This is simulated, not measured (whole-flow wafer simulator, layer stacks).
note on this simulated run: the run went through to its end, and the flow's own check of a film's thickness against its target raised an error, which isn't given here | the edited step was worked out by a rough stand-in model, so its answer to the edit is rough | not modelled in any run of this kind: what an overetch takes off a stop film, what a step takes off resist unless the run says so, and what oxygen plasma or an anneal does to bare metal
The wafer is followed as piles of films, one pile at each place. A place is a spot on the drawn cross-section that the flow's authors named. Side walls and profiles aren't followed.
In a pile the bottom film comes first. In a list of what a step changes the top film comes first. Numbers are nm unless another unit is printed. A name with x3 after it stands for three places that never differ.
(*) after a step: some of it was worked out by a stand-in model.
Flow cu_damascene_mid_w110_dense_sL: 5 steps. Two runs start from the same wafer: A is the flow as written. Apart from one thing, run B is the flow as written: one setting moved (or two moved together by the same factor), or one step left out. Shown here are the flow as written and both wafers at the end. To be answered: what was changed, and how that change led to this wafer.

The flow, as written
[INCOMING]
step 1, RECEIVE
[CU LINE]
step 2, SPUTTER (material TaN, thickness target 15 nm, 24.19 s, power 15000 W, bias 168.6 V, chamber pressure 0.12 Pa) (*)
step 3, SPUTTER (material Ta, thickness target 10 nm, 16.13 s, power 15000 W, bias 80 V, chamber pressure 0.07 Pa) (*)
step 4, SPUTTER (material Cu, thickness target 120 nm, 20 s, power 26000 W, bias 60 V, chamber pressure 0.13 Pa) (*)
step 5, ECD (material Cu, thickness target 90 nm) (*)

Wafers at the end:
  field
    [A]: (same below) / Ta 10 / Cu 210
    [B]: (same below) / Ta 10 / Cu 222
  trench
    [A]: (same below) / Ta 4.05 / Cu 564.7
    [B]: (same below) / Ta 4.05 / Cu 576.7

The reason: step 4, SPUTTER: thickness target 132 nm was run, while the flow as written has thickness target 120 nm; step 4, SPUTTER: 22 s was run, where the flow has 20 s.

Step by step, how the change led to this:
  step 4, SPUTTER (material Cu, thickness target 120 nm, 20 s, power 26000 W, bias 60 V, chamber pressure 0.13 Pa) (*)
      field: A Cu gains 120 (new film) | B Cu gains 132 (new film)
      trench: A Cu gains 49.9 (new film) | B Cu gains 54.9 (new film)
